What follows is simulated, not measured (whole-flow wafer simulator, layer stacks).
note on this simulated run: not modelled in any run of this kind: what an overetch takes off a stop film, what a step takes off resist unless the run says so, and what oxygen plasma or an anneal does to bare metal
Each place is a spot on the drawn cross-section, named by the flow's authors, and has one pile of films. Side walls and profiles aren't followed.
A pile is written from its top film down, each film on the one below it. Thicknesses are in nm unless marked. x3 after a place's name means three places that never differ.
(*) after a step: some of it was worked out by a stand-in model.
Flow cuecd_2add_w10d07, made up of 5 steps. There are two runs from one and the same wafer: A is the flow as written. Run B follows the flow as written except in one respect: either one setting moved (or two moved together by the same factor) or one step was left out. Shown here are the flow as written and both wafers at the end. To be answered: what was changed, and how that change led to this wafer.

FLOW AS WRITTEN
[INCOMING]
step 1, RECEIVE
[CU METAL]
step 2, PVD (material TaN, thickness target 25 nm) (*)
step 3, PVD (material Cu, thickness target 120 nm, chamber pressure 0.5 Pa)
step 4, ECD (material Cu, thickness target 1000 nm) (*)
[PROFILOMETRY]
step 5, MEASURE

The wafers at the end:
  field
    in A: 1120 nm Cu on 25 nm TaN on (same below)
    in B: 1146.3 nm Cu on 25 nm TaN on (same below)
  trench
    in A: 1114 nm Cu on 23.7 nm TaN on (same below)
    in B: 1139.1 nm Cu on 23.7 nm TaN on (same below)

The reason: step 3, PVD: thickness target 146.3 nm was run, whereas the flow has thickness target 120 nm.

The path from the change to this, step by step:
  step 3, PVD (material Cu, thickness target 120 nm, chamber pressure 0.5 Pa)
      field: A +120 Cu (new film) | B +146.3 Cu (new film)
      trench: A +114 Cu (new film) | B +139.1 Cu (new film)
